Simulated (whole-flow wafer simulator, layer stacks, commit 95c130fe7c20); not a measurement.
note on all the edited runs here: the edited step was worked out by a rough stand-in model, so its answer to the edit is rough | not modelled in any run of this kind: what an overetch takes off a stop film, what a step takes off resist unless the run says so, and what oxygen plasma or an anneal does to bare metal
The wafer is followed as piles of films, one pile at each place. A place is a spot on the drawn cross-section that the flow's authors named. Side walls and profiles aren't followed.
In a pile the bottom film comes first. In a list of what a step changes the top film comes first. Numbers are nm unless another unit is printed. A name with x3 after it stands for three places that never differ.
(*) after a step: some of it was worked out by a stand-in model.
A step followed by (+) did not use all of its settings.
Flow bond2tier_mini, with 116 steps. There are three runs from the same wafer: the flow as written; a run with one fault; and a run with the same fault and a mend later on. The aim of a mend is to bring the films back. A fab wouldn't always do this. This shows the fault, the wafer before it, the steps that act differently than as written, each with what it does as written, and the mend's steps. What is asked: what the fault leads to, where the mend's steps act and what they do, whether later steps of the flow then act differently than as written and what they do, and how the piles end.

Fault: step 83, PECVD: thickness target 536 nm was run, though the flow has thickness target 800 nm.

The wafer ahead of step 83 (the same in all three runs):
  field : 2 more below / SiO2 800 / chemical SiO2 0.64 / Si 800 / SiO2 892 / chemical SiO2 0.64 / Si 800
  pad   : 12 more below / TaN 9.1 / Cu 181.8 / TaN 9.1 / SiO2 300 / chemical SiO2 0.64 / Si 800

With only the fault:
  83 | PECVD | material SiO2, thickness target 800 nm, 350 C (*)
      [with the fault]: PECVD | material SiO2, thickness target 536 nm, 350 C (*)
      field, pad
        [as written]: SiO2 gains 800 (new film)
        [with the fault]: SiO2 gains 536 (new film)
  Steps further on in the flow that do not act as written:
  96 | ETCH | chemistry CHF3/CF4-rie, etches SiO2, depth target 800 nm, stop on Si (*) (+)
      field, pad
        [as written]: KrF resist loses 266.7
        [with the fault]: KrF resist loses 249.5
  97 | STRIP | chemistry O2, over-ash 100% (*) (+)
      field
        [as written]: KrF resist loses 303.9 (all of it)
        [with the fault]: KrF resist loses 321.1 (all of it)
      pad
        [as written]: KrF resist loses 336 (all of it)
        [with the fault]: KrF resist loses 353.1 (all of it)
  The piles end different from the flow's at field, pad by more than 2% or 0.5 nm, whichever is larger.
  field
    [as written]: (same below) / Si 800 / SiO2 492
    [with the fault]: (same below) / Si 800 / SiO2 228
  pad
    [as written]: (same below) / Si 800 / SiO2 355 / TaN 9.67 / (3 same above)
    [with the fault]: (same below) / Si 800 / SiO2 91 / TaN 9.67 / (3 same above)

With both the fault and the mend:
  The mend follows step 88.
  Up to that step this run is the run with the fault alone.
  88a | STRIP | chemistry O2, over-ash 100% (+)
      field
        KrF resist loses 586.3 (all of it)
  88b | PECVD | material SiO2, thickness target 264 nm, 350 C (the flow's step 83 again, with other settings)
      field, pad
        SiO2 gains 264
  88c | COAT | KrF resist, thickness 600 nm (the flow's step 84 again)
      field, pad
        KrF resist gains 600 (new film)
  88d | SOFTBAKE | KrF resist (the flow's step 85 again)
      does not change any film at any place that is followed
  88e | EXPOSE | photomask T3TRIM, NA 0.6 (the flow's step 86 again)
      does not change any film at any place that is followed
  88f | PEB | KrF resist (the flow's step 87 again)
      does not change any film at any place that is followed
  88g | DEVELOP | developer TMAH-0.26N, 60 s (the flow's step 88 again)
      field
        KrF resist loses 13.7
      pad
        KrF resist loses 600 (all of it)
  Every later step of the flow that is run acts as written at every place that is followed.
  At every place that both follow, the piles at the end match the flow's.
